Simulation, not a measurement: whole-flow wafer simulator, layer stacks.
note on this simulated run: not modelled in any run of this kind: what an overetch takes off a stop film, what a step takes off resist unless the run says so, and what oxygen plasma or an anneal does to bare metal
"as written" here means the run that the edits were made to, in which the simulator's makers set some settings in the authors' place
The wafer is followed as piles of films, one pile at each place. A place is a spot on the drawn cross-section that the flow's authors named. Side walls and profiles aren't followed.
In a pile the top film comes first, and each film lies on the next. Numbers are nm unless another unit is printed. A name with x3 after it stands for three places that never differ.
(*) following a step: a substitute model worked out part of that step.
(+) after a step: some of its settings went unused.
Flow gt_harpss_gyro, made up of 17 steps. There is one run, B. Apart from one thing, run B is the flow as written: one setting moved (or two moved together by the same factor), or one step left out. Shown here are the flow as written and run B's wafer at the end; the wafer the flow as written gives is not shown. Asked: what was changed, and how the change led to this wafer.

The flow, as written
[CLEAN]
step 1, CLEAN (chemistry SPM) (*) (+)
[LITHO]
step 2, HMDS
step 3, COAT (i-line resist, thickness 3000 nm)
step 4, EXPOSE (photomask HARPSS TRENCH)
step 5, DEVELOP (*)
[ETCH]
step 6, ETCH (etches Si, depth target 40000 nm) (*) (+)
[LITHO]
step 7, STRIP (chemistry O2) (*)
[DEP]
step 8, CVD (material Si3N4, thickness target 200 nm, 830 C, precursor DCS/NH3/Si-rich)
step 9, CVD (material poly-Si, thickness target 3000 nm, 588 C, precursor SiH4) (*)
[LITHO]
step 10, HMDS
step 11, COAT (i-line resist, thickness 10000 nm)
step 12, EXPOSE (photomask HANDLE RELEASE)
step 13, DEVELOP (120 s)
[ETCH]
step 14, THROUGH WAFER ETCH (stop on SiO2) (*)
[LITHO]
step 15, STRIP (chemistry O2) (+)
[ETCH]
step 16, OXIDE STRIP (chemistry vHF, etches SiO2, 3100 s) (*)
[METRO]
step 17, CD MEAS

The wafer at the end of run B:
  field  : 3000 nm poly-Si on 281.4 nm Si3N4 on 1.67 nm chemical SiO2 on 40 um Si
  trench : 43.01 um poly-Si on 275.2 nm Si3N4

Cause: step 8, CVD: thickness target 281.4 nm was run, while the flow as written has thickness target 200 nm.
The wafer lets one read it off: field has Si3N4 281.4, and step 8 as written asks for 200 nm.

The path from the change to this, step by step:
  step 8, CVD (material Si3N4, thickness target 200 nm, 830 C, precursor DCS/NH3/Si-rich)
      field: Si3N4 gains 281.4 (new film) (it would be, as written: Si3N4 gains 200 (new film))
      trench: Si3N4 gains 275.2 (new film) (it would be, as written: Si3N4 gains 195.9 (new film))
